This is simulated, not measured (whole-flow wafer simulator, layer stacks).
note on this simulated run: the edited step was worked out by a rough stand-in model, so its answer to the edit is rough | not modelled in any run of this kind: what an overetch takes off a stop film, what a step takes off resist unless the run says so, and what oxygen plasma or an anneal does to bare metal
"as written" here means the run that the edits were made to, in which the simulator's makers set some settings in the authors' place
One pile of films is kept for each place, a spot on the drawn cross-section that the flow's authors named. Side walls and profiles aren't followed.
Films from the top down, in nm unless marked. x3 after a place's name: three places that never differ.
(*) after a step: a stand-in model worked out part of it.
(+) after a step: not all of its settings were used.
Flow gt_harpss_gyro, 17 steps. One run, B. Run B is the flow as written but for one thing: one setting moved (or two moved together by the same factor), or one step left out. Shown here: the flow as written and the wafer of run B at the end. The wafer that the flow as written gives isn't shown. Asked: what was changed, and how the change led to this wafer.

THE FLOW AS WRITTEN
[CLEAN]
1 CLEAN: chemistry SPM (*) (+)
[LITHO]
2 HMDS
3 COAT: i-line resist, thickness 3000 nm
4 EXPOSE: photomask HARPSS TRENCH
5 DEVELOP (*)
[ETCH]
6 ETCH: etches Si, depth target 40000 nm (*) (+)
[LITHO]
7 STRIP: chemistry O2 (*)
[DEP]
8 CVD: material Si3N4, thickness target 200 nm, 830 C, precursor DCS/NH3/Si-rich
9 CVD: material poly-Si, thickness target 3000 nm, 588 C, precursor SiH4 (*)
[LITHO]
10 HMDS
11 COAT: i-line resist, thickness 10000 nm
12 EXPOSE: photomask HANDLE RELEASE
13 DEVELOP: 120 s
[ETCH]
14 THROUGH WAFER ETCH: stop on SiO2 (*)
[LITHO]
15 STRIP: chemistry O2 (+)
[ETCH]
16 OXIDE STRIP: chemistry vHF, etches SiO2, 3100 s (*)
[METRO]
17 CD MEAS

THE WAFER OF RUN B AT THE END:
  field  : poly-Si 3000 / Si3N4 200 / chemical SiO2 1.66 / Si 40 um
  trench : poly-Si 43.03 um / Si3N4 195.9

The cause: step 6, ETCH: depth target 44000 nm was run, where the flow has depth target 40000 nm.

How the change led to this, step by step:
  6 ETCH: etches Si, depth target 40000 nm (*) (+)
      trench: chemical SiO2 -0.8 (all of it), Si -40 um (all of it), SiO2 -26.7 (as written it would be: chemical SiO2 -0.8 (all of it), Si -40 um (all of it))
      field: i-line resist -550 (as written it would be: i-line resist -500)
  7 STRIP: chemistry O2 (*)
      field: i-line resist -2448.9 (all of it), chemical SiO2 +0.86, Si -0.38 (as written it would be: i-line resist -2498.9 (all of it), chemical SiO2 +0.87, Si -0.38)
  9 CVD: material poly-Si, thickness target 3000 nm, 588 C, precursor SiH4 (*)
      trench: poly-Si +43.03 um (new film) (as written it would be: poly-Si +43.01 um (new film))
